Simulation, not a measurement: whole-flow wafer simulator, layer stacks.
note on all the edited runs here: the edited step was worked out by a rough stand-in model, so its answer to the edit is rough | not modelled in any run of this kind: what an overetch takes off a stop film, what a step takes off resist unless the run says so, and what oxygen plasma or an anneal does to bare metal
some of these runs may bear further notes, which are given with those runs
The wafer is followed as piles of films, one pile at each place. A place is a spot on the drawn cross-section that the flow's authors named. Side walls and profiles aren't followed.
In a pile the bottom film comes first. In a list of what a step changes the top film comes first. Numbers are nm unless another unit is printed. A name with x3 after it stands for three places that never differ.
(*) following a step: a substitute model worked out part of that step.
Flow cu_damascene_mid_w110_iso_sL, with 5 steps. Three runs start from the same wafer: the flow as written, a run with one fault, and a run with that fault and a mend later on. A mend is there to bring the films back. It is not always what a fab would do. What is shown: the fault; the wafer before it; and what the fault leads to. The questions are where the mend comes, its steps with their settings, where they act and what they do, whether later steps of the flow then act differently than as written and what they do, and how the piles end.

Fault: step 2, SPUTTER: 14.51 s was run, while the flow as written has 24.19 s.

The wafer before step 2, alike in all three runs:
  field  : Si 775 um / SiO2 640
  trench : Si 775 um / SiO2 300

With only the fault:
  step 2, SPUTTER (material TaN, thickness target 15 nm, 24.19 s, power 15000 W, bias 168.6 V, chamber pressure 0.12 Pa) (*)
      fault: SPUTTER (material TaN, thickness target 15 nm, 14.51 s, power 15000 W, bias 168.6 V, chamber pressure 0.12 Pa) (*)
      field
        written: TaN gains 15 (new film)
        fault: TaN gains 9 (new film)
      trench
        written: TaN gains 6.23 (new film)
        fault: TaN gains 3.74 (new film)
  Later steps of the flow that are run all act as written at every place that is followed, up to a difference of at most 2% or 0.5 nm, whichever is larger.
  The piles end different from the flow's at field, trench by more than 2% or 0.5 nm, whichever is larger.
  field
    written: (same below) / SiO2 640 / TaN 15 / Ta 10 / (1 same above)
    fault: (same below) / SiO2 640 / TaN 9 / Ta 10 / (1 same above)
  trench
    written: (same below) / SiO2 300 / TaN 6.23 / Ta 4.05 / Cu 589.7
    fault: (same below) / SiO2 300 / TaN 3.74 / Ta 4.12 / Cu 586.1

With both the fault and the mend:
  The mend stands after step 2.
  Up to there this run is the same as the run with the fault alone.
  step 2a, SPUTTER (material TaN, thickness target 15 nm, 9.68 s, power 15000 W, bias 168.6 V, chamber pressure 0.12 Pa) (*) (the flow's step 2 again, with other settings)
      field
        TaN gains 6
      trench
        TaN gains 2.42
  Later steps of the flow that are run all act as written at every place that is followed, up to a difference of at most 2% or 0.5 nm, whichever is larger.
  The piles end only slightly different from the flow's at the places that both follow, by no more than 2% or 0.5 nm, whichever is larger.
